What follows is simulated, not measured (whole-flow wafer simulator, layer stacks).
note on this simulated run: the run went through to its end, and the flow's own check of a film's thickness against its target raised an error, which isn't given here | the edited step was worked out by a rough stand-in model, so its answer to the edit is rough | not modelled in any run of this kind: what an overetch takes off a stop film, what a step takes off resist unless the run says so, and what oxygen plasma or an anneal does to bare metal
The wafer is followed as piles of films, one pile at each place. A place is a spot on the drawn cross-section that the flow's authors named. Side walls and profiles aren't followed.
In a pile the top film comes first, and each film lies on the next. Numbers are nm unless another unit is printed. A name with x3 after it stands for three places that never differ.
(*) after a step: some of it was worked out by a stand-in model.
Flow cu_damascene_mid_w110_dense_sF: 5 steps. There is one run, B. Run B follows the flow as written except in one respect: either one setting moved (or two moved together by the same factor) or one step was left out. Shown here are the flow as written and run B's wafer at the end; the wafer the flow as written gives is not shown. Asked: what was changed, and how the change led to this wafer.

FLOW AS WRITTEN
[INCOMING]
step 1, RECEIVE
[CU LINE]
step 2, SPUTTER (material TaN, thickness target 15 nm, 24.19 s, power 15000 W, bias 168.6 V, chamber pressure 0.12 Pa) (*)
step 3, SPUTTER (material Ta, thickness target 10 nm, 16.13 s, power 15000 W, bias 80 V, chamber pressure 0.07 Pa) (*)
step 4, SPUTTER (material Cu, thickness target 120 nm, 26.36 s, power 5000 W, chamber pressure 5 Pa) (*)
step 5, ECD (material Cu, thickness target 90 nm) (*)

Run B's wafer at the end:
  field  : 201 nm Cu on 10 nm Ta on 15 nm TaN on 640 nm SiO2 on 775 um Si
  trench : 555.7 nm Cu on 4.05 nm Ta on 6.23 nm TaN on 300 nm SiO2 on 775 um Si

What caused this: step 5, ECD: thickness target 81 nm was run, whereas the flow has thickness target 90 nm.

How this came from the change, step by step:
  step 5, ECD (material Cu, thickness target 90 nm) (*)
      field: Cu gains 81 (in the flow as written it would be: Cu gains 90)
